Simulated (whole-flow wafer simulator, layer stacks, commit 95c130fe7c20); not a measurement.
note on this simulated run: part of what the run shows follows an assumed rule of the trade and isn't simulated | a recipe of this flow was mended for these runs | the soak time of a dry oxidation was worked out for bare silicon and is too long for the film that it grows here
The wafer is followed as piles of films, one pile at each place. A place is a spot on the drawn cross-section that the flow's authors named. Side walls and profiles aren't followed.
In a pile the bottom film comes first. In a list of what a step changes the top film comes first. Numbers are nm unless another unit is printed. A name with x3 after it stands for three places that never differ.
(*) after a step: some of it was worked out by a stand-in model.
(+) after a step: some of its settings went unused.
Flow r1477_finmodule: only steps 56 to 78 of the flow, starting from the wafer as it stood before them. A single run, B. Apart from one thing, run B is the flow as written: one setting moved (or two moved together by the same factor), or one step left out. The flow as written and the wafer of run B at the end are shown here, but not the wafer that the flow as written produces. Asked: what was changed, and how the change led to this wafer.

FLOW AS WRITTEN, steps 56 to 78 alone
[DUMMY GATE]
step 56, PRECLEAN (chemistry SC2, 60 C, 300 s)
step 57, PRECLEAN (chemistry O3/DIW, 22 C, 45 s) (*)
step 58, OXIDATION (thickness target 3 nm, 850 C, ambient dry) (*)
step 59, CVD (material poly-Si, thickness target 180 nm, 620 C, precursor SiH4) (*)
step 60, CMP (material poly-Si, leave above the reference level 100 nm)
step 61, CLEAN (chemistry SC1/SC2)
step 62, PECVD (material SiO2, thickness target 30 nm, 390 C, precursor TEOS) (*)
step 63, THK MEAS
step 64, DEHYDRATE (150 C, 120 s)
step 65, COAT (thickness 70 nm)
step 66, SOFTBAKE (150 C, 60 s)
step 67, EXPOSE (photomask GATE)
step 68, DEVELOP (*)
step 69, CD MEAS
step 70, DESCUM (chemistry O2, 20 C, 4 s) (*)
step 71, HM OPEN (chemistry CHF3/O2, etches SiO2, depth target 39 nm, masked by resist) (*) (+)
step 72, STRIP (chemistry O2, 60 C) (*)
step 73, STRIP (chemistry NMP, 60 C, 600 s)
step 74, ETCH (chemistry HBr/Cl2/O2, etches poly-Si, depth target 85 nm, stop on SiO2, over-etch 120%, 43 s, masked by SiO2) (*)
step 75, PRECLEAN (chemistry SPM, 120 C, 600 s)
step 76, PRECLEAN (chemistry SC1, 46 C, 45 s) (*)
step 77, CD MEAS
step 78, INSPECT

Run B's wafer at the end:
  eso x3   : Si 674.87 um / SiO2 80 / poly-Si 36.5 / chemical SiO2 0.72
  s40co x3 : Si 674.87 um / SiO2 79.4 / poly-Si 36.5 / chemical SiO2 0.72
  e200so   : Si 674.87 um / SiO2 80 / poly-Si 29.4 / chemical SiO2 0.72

What caused this: step 60, CMP: material poly-Si, leave above the reference level 100 nm, was omitted.

Step by step, how the change led to this:
  step 65, COAT (thickness 70 nm)
      e200lg, e200lo: e-beam-resist gains 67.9 (new film) (it would be, as written: e-beam-resist gains 70 (new film))
      e200sg, e200so: e-beam-resist gains 74.7 (new film) (it would be, as written: e-beam-resist gains 70 (new film))
  step 68, DEVELOP (*)
      e200lo: e-beam-resist loses 67.9 (all of it) (it would be, as written: e-beam-resist loses 70 (all of it))
      e200so: e-beam-resist loses 74.7 (all of it) (it would be, as written: e-beam-resist loses 70 (all of it))
  step 72, STRIP (chemistry O2, 60 C) (*)
      e200lg: e-beam-resist loses 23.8 (all of it) (it would be, as written: e-beam-resist loses 25.9 (all of it))
      e200sg: e-beam-resist loses 30.6 (all of it) (it would be, as written: e-beam-resist loses 25.9 (all of it))
  step 74, ETCH (chemistry HBr/Cl2/O2, etches poly-Si, depth target 85 nm, stop on SiO2, over-etch 120%, 43 s, masked by SiO2) (*)
      eso x3, e200so, s40co x3, s40so x3: chemical SiO2 loses 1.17 (all of it), poly-Si loses 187 (it would be, as written: chemical SiO2 loses 1.12 (all of it), poly-Si loses 143.9 (all of it), SiO2 loses 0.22)
      elo x6, e200lo: chemical SiO2 loses 1.17 (all of it), poly-Si loses 177.5 (all of it), SiO2 loses 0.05 (it would be, as written: chemical SiO2 loses 1.12 (all of it), poly-Si loses 97.6 (all of it), SiO2 loses 0.45)
      (also at 1 further place)
  step 75, PRECLEAN (chemistry SPM, 120 C, 600 s)
      eso x3, e200so, s40co x3, s40so x3: chemical SiO2 gains 0.8 (new film), poly-Si loses 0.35 (it would be, as written: nothing)
